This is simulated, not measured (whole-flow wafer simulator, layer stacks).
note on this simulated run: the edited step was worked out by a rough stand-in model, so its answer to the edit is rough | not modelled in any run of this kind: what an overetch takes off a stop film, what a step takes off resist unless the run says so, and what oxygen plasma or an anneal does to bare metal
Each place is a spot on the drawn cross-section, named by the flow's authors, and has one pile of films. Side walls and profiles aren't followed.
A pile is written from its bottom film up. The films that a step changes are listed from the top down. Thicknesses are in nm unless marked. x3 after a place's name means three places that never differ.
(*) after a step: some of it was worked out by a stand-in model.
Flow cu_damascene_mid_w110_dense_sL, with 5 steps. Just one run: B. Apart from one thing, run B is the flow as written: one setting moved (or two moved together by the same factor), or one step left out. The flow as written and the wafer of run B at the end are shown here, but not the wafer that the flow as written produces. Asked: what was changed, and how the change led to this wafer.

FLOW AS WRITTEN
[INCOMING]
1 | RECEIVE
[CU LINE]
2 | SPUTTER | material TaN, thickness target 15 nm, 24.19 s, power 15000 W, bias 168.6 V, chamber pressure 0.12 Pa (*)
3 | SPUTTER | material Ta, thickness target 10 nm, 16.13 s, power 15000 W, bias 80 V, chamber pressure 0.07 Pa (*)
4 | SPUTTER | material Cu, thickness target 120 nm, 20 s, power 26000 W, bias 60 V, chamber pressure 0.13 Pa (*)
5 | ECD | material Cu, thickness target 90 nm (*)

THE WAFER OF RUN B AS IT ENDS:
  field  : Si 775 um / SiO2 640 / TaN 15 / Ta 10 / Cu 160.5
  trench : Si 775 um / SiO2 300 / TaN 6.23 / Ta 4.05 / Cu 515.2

What caused this: step 5, ECD: thickness target 40.5 nm was run, whereas the flow has thickness target 90 nm.

The path from the change to this, step by step:
  5 | ECD | material Cu, thickness target 90 nm (*)
      field: Cu gains 40.5 (as written it would have been: Cu gains 90)
      trench: Cu gains 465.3 (as written it would have been: Cu gains 514.8)
